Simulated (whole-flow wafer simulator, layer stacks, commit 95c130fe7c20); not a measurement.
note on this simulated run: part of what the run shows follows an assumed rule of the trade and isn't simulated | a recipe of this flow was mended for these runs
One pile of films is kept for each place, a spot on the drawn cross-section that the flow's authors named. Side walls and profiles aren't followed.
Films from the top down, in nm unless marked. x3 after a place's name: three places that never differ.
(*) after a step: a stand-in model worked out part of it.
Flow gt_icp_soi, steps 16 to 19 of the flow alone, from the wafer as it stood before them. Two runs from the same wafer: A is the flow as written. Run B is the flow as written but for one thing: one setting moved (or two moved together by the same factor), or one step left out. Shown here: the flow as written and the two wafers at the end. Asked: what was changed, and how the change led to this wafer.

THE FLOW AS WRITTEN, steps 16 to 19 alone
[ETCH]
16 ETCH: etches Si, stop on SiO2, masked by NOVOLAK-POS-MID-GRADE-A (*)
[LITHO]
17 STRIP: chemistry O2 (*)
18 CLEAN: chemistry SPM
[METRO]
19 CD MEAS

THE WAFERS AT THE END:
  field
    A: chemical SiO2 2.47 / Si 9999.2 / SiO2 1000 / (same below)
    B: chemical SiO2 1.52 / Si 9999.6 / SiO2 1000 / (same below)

The cause: step 17, STRIP: chemistry O2 (*), was left out.

How the change led to this, step by step:
  18 CLEAN: chemistry SPM
      field: A nothing | B g/i-line-resist -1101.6 (all of it)
      trench_m2: A nothing | B g/i-line-resist -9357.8 (all of it)
